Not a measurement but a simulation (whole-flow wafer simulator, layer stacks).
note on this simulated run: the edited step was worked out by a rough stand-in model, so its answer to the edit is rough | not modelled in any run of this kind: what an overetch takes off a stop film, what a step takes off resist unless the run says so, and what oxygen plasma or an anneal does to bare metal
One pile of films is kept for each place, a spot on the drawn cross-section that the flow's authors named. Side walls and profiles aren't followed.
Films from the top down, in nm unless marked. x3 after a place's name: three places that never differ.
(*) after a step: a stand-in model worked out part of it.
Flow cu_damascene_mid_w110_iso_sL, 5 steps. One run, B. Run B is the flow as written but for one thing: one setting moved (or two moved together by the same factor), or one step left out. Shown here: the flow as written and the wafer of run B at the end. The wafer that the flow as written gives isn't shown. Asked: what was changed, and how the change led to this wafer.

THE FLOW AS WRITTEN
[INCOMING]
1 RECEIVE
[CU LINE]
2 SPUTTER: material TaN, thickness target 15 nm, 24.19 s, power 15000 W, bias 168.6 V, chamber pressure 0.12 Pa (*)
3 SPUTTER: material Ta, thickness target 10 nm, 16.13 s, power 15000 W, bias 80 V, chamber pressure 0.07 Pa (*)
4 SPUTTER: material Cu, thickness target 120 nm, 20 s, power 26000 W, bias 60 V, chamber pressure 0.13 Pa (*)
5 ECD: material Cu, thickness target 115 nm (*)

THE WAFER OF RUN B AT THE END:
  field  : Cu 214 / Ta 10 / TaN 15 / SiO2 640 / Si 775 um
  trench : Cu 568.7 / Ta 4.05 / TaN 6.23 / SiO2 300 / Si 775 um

The cause: step 4, SPUTTER: thickness target 99 nm was run, where the flow has thickness target 120 nm; step 4, SPUTTER: 16.5 s was run, where the flow has 20 s.

How the change led to this, step by step:
  4 SPUTTER: material Cu, thickness target 120 nm, 20 s, power 26000 W, bias 60 V, chamber pressure 0.13 Pa (*)
      field: Cu +99 (new film) (as written it would be: Cu +120 (new film))
      trench: Cu +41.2 (new film) (as written it would be: Cu +49.9 (new film))
  5 ECD: material Cu, thickness target 115 nm (*)
      trench: Cu +527.5 (as written it would be: Cu +539.8)
